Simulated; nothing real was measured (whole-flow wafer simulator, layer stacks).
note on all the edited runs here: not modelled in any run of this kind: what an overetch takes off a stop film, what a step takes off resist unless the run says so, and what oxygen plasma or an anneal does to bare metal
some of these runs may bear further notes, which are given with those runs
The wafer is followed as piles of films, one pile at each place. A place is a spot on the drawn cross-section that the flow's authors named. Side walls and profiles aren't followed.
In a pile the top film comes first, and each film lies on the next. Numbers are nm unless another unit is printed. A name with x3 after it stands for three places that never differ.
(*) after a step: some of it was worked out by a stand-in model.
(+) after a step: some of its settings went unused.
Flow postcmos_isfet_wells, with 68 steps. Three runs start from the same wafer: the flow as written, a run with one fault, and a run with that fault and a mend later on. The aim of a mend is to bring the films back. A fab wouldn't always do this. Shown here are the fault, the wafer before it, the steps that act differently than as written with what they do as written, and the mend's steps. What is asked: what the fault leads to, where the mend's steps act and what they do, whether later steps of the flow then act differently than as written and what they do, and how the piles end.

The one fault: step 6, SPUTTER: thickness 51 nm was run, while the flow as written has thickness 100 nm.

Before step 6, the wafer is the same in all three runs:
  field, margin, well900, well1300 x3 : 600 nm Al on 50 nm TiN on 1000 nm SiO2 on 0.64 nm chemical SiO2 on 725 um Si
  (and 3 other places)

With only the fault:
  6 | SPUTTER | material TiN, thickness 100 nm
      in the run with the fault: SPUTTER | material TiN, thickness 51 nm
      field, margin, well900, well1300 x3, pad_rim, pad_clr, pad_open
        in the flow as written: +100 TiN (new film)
        in the run with the fault: +51 TiN (new film)
  Later steps of the flow acting differently than as written (1 more step, not shown, differs only slightly: by at most 2% or 0.5 nm, whichever is larger):
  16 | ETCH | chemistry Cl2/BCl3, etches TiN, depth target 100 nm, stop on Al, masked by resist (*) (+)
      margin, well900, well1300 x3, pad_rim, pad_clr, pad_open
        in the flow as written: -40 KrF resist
        in the run with the fault: -30.6 KrF resist
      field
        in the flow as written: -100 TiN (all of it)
        in the run with the fault: -51 TiN (all of it)
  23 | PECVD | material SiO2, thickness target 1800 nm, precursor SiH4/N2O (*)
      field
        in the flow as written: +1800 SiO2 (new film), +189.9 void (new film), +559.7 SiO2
        in the run with the fault: +1800 SiO2 (new film), +153.5 void (new film), +547 SiO2
  The piles end different from the flow's at field, margin, well900, well1300 x3, pad_rim, pad_clr, pad_open by more than 2% or 0.5 nm, whichever is larger.
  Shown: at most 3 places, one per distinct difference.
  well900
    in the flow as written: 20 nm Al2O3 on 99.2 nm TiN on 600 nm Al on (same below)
    in the run with the fault: 20 nm Al2O3 on 50.2 nm TiN on 600 nm Al on (same below)
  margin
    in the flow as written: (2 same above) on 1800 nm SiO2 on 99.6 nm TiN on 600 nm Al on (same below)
    in the run with the fault: (2 same above) on 1800 nm SiO2 on 50.6 nm TiN on 600 nm Al on (same below)
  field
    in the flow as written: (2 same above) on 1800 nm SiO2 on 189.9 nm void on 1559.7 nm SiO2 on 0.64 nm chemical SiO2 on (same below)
    in the run with the fault: (2 same above) on 1800 nm SiO2 on 153.5 nm void on 1547 nm SiO2 on 0.64 nm chemical SiO2 on (same below)

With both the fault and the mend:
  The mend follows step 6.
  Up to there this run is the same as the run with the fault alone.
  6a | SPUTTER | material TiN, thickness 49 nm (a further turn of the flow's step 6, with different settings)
      field, margin, well900, well1300 x3, pad_rim, pad_clr, pad_open
        +49 TiN
  Every later step of the flow that is run acts as written at every place that is followed.
  At every place that both follow, the piles at the end match the flow's.
